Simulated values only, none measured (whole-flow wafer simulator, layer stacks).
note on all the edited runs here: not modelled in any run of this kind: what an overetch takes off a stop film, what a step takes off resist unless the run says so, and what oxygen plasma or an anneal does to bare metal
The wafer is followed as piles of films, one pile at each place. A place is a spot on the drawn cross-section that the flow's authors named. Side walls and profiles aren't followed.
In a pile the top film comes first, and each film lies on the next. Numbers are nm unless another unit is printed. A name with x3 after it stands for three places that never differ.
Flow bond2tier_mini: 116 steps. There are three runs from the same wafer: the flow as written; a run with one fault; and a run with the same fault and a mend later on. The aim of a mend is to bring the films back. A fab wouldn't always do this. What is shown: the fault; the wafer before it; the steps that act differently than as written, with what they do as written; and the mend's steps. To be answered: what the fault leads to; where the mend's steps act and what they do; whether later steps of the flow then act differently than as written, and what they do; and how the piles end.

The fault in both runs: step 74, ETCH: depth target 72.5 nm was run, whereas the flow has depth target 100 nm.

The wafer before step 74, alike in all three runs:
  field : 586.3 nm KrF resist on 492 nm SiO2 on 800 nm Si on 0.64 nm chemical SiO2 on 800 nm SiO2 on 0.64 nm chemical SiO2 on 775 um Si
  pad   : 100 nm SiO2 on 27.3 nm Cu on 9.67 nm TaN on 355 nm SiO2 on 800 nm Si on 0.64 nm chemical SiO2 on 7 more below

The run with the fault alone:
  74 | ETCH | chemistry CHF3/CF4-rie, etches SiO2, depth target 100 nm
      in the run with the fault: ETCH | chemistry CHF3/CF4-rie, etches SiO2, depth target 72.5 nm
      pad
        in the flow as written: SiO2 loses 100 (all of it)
        in the run with the fault: SiO2 loses 72.5
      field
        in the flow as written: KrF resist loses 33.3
        in the run with the fault: KrF resist loses 24.2
  Steps further on in the flow that do not act as written (2 more steps, not shown, differ only slightly: by at most 2% or 0.5 nm, whichever is larger):
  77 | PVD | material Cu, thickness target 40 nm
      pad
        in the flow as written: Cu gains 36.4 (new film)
        in the run with the fault: Cu gains 37.4 (new film)
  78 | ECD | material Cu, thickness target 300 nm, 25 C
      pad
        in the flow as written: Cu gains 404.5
        in the run with the fault: Cu gains 375.8
  By the end, the piles at pad depart from the flow's by more than 2% or 0.5 nm, whichever is larger.
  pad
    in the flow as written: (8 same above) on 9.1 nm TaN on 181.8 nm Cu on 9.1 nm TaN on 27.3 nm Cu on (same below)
    in the run with the fault: (8 same above) on 9.1 nm TaN on 154.1 nm Cu on 9.35 nm TaN on 27.5 nm SiO2 on 27.3 nm Cu on (same below)

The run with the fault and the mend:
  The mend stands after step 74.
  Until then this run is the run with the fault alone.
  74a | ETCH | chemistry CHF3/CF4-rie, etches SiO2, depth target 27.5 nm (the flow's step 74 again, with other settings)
      field
        KrF resist loses 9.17
      pad
        SiO2 loses 27.5 (all of it)
  Every later step of the flow that is run acts as written at every place that is followed.
  The piles end the same as the flow's at every place that both follow.
